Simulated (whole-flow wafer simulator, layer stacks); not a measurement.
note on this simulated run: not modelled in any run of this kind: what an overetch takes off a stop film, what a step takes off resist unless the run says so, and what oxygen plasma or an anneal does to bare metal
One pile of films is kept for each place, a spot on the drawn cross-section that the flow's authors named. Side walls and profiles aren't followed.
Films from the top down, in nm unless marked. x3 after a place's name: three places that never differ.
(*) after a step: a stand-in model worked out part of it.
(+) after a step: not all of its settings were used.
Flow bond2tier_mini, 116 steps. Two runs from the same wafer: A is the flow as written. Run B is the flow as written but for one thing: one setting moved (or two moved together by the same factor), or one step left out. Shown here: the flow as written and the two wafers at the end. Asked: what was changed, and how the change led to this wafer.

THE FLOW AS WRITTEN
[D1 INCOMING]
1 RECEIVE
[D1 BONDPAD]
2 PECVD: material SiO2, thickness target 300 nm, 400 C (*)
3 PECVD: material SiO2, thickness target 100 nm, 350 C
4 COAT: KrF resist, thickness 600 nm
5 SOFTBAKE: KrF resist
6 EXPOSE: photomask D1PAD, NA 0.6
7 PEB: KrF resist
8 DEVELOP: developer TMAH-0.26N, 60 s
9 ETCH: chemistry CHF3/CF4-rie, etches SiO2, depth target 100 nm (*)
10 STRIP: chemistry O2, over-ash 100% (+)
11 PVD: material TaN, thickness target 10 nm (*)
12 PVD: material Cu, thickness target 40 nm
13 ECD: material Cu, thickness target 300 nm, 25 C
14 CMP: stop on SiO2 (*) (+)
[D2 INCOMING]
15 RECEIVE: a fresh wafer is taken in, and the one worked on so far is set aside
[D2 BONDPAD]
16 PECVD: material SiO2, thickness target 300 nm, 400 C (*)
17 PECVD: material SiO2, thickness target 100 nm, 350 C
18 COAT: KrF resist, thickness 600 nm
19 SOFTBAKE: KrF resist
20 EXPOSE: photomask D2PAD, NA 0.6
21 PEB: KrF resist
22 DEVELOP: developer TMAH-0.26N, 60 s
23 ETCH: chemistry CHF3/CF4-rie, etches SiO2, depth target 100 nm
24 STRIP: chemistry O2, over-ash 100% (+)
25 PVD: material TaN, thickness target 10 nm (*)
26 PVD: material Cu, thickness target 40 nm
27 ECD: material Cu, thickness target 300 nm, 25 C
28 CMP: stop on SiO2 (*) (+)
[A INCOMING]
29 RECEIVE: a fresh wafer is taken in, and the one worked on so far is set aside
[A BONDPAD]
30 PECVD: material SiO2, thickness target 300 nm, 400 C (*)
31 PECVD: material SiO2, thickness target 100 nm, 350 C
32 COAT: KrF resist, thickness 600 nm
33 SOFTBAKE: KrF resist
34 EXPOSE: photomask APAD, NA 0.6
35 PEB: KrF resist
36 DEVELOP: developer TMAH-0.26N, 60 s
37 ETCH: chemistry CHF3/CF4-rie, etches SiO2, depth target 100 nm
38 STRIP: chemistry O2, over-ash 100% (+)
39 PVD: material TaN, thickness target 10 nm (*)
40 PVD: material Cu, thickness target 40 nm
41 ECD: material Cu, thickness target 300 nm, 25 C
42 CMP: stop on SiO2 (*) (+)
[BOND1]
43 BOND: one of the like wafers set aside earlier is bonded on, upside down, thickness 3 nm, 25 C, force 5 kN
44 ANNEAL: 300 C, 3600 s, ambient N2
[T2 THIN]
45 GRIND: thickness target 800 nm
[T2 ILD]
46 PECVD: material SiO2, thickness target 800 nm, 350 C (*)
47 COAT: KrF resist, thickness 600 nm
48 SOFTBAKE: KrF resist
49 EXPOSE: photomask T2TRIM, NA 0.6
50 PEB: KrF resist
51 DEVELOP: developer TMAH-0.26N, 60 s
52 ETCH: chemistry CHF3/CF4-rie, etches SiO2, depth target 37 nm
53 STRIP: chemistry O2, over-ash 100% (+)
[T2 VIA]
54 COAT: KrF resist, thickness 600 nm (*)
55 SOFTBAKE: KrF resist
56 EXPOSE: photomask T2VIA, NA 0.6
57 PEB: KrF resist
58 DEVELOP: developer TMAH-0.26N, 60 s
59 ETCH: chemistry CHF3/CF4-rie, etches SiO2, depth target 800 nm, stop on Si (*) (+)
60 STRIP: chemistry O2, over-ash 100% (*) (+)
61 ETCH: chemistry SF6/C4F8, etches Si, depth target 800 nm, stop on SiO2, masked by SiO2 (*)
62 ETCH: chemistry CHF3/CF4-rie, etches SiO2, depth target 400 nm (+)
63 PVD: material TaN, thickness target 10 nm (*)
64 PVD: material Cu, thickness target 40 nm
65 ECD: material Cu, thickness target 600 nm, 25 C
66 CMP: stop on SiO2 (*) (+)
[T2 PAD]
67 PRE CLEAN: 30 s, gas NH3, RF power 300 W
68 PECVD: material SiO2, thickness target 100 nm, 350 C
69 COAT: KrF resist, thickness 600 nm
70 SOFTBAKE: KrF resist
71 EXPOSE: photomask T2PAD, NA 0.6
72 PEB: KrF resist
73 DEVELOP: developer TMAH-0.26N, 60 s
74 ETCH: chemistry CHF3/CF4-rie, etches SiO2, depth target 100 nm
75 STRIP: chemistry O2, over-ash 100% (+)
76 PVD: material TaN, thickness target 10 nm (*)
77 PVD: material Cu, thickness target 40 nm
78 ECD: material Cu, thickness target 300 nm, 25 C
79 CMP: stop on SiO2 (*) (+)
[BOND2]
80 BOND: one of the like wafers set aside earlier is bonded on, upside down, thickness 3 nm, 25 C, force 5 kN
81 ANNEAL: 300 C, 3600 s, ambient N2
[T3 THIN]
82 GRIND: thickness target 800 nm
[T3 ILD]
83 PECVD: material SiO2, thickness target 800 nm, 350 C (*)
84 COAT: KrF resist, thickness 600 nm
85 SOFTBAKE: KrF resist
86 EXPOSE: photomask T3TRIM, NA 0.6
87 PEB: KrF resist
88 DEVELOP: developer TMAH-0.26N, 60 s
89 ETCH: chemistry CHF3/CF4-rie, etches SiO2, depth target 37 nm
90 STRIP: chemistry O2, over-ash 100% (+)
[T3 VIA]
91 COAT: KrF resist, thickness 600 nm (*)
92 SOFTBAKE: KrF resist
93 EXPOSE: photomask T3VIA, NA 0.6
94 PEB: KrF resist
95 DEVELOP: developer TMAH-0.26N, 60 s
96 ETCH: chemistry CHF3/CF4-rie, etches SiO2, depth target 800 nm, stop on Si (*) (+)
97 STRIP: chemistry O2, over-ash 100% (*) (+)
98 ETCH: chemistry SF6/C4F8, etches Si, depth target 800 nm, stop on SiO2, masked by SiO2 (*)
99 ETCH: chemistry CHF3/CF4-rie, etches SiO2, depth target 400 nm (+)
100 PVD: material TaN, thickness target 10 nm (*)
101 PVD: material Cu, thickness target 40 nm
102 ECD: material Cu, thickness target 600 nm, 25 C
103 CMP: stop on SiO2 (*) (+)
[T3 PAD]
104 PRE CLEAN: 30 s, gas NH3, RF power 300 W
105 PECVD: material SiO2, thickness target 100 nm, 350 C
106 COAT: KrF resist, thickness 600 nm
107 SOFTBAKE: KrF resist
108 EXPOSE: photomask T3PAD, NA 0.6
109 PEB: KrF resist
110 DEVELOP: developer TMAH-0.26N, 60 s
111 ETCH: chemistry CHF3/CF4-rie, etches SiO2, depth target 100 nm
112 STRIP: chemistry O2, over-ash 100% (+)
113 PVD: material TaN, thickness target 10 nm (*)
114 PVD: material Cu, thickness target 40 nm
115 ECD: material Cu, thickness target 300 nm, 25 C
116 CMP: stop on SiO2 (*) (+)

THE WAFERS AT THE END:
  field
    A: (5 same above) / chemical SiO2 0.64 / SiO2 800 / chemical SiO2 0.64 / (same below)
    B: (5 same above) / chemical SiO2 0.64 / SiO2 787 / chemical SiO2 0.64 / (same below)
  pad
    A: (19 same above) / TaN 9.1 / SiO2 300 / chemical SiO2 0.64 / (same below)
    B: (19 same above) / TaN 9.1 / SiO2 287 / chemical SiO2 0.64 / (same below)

The cause: step 31, PECVD: thickness target 87 nm was run, where the flow has thickness target 100 nm.

How the change led to this, step by step:
  31 PECVD: material SiO2, thickness target 100 nm, 350 C
      field, pad, via: A SiO2 +100 | B SiO2 +87
